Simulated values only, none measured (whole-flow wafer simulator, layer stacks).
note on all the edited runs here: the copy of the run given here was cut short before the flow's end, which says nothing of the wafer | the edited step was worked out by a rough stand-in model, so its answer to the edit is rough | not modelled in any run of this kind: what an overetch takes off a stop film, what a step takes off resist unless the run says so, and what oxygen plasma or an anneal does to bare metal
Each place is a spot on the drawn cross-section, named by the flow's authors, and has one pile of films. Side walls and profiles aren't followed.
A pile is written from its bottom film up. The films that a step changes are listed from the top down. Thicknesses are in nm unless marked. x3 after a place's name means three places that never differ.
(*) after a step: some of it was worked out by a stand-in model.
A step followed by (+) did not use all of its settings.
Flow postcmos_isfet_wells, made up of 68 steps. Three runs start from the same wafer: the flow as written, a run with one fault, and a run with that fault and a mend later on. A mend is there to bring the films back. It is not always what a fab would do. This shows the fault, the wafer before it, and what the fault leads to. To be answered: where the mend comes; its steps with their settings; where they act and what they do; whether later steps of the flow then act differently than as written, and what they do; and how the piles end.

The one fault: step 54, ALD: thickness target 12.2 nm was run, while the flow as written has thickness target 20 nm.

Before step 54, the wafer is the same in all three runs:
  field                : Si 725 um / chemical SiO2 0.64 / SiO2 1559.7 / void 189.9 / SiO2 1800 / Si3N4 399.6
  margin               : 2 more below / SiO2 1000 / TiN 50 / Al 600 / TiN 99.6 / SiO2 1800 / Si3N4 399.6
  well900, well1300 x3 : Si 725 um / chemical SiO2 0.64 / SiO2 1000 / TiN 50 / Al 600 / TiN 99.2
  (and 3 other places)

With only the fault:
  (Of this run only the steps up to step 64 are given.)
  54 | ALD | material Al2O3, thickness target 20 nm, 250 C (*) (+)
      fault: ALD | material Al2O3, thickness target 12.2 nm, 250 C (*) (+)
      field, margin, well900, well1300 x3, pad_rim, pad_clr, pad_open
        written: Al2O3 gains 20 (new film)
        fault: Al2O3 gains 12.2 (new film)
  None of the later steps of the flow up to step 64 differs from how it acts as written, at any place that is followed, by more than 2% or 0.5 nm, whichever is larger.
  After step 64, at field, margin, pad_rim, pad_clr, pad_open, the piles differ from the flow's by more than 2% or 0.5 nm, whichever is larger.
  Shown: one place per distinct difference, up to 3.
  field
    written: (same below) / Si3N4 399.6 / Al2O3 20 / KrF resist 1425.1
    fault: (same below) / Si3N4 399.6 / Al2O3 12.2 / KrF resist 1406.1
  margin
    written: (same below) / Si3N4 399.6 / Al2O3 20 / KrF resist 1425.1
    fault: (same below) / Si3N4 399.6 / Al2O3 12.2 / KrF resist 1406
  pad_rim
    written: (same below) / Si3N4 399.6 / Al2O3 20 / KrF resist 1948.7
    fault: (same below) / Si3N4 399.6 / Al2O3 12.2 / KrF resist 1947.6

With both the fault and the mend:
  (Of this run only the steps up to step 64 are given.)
  After step 54 comes the mend.
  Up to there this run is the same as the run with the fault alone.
  54a | ALD | material Al2O3, thickness target 7.8 nm, 250 C (*) (+) (a further turn of the flow's step 54, with different settings)
      field, margin, well900, well1300 x3, pad_rim, pad_clr, pad_open
        Al2O3 gains 7.8
  None of the later steps of the flow up to step 64 acts differently than as written at any place that is followed.
  At every place that both follow, the piles after step 64 match the flow's.
